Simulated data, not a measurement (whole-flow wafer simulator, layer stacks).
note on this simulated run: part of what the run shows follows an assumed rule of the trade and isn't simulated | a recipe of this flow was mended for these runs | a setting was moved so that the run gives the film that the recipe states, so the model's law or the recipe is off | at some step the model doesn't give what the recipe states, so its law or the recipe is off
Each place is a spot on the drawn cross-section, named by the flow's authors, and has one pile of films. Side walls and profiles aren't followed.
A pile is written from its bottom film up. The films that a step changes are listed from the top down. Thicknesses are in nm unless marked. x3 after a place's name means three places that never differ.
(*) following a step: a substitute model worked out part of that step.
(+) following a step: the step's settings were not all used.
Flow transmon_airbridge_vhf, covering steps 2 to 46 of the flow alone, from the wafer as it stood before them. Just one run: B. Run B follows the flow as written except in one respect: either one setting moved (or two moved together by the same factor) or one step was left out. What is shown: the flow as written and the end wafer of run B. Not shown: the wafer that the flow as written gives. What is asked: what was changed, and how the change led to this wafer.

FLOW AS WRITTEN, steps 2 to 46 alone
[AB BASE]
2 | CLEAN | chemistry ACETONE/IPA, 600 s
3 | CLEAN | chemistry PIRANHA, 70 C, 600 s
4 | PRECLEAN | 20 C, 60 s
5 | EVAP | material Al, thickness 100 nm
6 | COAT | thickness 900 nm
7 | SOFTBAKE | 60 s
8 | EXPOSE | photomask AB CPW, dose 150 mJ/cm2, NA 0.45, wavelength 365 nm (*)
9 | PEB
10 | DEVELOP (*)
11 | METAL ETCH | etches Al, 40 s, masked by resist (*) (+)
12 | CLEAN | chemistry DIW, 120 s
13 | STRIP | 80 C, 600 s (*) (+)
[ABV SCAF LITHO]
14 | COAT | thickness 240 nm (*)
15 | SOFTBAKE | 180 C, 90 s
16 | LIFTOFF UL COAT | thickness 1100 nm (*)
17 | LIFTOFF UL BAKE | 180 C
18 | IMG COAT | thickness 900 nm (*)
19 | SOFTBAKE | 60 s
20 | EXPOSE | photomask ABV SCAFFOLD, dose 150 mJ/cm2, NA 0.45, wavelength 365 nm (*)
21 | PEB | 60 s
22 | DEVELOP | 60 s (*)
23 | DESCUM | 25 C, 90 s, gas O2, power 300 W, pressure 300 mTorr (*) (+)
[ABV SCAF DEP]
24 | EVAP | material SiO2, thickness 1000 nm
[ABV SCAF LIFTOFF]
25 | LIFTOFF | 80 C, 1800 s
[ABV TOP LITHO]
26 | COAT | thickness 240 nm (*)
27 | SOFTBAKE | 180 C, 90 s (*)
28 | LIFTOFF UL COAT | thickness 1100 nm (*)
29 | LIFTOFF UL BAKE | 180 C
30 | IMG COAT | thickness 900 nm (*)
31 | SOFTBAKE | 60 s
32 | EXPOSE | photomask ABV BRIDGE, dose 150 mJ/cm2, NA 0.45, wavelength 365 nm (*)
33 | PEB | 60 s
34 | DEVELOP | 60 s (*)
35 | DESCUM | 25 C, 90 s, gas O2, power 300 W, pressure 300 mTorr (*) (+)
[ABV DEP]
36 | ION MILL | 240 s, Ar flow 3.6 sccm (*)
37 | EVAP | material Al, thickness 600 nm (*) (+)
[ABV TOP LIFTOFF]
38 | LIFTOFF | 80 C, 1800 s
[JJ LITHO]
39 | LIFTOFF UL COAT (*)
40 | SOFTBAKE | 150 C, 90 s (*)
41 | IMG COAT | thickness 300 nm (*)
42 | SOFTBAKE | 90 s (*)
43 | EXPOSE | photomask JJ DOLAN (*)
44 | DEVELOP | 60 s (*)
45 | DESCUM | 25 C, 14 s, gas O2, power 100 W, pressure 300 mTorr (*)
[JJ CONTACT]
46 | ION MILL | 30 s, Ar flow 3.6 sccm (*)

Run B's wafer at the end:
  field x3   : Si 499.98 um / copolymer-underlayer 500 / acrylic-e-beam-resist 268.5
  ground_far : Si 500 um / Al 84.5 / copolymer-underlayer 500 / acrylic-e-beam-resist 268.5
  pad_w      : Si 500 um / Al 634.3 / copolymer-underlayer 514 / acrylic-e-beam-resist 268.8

Cause: step 5, EVAP: thickness 84.5 nm was run, though the flow has thickness 100 nm.
One can read it off the wafer: ground_far has Al 84.5, and step 5 as written asks for 100 nm.

The path from the change to this, step by step:
  5 | EVAP | material Al, thickness 100 nm
      field x3, jj_line, ground_far and 12 more: +84.5 Al (new film) (as written it would have been: +100 Al (new film))
  11 | METAL ETCH | etches Al, 40 s, masked by resist (*) (+)
      field x3, jj_line, gap_w, gap_e: -71.2 Al (all of it), -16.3 Si (as written it would have been: -86.7 Al (all of it), -11.1 Si)
